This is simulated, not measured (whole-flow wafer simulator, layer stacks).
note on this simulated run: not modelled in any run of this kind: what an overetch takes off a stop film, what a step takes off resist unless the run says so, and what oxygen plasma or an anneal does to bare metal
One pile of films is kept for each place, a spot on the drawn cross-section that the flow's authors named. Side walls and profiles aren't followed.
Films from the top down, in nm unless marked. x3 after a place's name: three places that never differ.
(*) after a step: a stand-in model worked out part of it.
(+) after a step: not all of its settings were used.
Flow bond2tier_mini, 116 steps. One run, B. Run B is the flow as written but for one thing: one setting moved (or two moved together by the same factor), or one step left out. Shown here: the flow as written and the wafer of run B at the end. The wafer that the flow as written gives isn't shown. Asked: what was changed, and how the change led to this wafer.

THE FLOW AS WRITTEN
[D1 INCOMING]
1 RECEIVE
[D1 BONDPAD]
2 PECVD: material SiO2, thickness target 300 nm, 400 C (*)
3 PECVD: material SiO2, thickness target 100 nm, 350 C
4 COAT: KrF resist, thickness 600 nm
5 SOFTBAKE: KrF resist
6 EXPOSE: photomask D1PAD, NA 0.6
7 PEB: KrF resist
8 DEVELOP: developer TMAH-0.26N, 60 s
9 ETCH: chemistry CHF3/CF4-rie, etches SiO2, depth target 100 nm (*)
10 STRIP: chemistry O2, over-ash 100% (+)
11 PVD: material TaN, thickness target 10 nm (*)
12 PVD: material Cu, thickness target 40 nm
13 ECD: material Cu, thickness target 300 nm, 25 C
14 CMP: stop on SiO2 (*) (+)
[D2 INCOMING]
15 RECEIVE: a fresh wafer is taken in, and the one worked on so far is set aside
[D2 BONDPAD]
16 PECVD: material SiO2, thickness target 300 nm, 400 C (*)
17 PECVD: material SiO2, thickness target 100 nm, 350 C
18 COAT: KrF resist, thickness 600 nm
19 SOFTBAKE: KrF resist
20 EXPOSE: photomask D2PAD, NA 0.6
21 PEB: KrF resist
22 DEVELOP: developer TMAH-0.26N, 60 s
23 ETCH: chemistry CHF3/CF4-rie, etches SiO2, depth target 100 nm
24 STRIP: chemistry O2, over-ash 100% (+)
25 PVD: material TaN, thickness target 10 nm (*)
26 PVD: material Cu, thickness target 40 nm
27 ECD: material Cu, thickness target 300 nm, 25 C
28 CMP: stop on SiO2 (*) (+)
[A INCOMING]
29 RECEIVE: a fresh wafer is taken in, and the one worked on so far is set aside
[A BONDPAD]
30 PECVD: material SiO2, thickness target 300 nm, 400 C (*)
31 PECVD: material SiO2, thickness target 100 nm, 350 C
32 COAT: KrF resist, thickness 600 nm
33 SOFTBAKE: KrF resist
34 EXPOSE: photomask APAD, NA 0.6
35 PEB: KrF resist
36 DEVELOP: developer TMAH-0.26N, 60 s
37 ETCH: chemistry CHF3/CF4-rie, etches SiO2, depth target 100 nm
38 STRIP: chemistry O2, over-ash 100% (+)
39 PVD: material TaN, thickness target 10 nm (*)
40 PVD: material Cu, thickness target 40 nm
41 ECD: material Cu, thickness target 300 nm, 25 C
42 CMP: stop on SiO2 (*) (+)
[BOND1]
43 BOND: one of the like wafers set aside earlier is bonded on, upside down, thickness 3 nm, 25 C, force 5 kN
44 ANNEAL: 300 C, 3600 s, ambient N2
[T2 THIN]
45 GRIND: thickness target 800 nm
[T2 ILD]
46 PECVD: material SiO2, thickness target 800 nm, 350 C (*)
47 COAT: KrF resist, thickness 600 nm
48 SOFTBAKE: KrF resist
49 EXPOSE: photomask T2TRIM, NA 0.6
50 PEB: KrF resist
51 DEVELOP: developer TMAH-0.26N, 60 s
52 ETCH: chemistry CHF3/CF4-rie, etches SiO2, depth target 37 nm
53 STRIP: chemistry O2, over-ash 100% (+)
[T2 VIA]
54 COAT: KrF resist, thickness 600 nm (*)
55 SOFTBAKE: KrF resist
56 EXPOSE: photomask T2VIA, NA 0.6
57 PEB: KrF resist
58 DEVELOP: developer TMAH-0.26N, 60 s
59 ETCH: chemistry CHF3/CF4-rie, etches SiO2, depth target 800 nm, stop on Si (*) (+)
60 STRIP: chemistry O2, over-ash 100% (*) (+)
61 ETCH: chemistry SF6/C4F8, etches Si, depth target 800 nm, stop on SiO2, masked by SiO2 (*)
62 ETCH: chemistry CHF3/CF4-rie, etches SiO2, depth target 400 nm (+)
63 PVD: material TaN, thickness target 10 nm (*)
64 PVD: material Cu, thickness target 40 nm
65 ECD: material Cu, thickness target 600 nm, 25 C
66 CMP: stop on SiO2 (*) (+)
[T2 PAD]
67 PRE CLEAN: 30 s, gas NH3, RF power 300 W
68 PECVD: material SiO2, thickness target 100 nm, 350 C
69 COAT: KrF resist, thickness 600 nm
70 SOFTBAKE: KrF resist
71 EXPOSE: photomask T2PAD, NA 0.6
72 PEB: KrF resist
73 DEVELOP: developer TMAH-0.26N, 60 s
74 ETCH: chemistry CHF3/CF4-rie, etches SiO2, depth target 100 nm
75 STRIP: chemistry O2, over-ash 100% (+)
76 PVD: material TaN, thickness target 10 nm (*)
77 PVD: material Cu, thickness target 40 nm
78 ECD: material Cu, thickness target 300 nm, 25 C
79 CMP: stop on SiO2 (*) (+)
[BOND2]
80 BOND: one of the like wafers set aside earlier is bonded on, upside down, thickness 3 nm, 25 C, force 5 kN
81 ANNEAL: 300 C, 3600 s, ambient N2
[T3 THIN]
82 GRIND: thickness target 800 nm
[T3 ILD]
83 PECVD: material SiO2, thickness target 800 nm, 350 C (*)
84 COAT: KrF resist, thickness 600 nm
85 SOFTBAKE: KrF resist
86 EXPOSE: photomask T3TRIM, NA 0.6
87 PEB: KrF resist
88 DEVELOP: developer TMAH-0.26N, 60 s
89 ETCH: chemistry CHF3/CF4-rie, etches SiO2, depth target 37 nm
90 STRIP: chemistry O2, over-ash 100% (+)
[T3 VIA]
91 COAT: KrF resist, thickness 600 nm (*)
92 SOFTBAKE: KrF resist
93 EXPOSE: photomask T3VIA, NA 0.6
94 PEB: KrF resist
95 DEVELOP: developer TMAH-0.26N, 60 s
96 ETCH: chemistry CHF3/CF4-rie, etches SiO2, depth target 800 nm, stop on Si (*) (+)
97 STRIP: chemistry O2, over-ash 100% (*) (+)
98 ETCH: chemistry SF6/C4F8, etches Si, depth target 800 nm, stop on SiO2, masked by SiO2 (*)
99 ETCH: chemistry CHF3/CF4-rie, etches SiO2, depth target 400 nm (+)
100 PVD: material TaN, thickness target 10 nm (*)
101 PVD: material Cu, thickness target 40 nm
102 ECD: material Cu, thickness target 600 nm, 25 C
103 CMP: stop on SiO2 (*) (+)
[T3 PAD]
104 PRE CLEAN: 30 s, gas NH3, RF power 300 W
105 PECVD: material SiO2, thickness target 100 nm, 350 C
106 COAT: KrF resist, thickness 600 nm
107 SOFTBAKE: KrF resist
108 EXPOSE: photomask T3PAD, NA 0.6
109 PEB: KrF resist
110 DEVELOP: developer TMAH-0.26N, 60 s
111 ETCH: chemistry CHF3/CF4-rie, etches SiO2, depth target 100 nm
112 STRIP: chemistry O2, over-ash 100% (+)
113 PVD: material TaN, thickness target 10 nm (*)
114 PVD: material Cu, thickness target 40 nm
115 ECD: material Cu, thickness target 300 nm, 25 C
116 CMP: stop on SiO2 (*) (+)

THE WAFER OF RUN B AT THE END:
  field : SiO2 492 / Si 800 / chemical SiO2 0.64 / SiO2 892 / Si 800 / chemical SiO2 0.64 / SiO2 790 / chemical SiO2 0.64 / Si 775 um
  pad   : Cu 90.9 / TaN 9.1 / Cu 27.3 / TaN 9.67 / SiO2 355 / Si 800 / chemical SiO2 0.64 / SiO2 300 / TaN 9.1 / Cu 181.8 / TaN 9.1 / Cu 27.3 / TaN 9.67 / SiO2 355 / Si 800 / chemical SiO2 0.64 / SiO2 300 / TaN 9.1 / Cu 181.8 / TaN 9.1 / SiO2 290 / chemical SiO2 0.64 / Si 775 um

The cause: step 31, PECVD: thickness target 90 nm was run, where the flow has thickness target 100 nm; step 32, COAT: thickness 540 nm was run, where the flow has thickness 600 nm.

How the change led to this, step by step:
  31 PECVD: material SiO2, thickness target 100 nm, 350 C
      field, pad, via: SiO2 +90 (as written it would be: SiO2 +100)
  32 COAT: KrF resist, thickness 600 nm
      field, pad, via: KrF resist +540 (new film) (as written it would be: KrF resist +600 (new film))
  36 DEVELOP: developer TMAH-0.26N, 60 s
      pad, via: KrF resist -540 (all of it) (as written it would be: KrF resist -600 (all of it))
  38 STRIP: chemistry O2, over-ash 100% (+)
      field: KrF resist -492.9 (all of it) (as written it would be: KrF resist -552.9 (all of it))
